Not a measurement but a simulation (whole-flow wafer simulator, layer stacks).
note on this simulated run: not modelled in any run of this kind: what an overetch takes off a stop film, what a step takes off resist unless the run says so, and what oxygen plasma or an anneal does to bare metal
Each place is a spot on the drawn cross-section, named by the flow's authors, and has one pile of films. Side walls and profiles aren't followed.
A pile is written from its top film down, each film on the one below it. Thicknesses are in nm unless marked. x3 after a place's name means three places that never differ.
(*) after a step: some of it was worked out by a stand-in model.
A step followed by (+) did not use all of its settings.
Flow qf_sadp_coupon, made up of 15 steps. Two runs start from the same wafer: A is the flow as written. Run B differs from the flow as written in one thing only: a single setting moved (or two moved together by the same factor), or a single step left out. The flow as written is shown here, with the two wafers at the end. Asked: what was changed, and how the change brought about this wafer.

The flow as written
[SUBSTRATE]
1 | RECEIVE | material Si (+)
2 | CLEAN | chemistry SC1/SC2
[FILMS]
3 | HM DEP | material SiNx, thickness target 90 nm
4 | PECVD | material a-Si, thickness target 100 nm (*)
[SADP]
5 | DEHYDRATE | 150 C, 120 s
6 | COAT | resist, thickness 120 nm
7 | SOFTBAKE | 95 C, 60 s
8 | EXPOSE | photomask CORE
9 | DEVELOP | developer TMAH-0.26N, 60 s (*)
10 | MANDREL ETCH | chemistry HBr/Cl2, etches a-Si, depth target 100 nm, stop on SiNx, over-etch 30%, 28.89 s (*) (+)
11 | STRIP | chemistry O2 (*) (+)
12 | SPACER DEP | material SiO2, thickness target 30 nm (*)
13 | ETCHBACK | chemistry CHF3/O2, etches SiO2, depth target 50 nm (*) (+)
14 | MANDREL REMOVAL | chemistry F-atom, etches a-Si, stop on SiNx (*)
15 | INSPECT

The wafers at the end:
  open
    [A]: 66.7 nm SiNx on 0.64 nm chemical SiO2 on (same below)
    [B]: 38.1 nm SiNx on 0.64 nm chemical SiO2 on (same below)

What caused this: step 12, SPACER DEP: material SiO2, thickness target 30 nm (*), was not run.

Step by step, how the change led to this:
  13 | ETCHBACK | chemistry CHF3/O2, etches SiO2, depth target 50 nm (*) (+)
      m: A -30 SiO2 (all of it), -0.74 chemical SiO2 (all of it), -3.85 a-Si | B -0.74 chemical SiO2 (all of it), -9.85 a-Si
      open: A -30 SiO2 (all of it), -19 SiNx | B -47.6 SiNx
  14 | MANDREL REMOVAL | chemistry F-atom, etches a-Si, stop on SiNx (*)
      m: A -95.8 a-Si (all of it) | B -89.8 a-Si (all of it)
